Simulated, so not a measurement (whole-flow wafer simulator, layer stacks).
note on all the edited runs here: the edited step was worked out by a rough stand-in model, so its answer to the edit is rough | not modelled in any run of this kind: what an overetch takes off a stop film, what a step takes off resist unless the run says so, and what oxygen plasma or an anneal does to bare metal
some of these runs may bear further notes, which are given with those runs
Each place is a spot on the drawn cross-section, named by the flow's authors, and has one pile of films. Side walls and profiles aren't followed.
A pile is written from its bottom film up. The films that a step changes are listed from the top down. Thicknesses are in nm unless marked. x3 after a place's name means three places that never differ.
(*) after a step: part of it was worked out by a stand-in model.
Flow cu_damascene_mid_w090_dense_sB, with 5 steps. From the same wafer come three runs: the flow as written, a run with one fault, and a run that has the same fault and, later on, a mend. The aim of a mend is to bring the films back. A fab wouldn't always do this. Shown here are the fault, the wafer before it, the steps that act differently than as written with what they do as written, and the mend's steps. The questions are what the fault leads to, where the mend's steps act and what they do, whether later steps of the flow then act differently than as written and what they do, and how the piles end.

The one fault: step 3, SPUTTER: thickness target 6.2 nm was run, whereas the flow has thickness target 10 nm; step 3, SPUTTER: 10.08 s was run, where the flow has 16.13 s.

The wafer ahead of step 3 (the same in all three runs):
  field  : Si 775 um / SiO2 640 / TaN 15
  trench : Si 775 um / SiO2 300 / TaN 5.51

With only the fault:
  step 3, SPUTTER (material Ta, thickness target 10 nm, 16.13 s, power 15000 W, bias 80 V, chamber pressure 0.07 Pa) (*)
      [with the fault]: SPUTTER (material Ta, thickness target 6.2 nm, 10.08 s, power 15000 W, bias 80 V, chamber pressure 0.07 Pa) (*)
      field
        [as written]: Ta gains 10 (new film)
        [with the fault]: Ta gains 6.2 (new film)
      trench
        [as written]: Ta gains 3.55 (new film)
        [with the fault]: Ta gains 2.2 (new film)
  Later steps of the flow that are run all act as written at every place that is followed, up to a difference of at most 2% or 0.5 nm, whichever is larger.
  The piles end different from the flow's at field, trench by more than 2% or 0.5 nm, whichever is larger.
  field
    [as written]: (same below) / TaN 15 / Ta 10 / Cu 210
    [with the fault]: (same below) / TaN 15 / Ta 6.2 / Cu 210
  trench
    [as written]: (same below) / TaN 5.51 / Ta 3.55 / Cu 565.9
    [with the fault]: (same below) / TaN 5.51 / Ta 2.2 / Cu 563.5

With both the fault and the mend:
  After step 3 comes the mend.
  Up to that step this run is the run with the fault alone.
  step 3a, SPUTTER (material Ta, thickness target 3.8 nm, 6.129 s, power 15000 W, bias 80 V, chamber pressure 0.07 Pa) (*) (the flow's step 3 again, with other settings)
      field
        Ta gains 3.8
      trench
        Ta gains 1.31
  Later steps of the flow that are run all act as written at every place that is followed.
  The piles end only slightly different from the flow's at the places that both follow, by no more than 2% or 0.5 nm, whichever is larger.
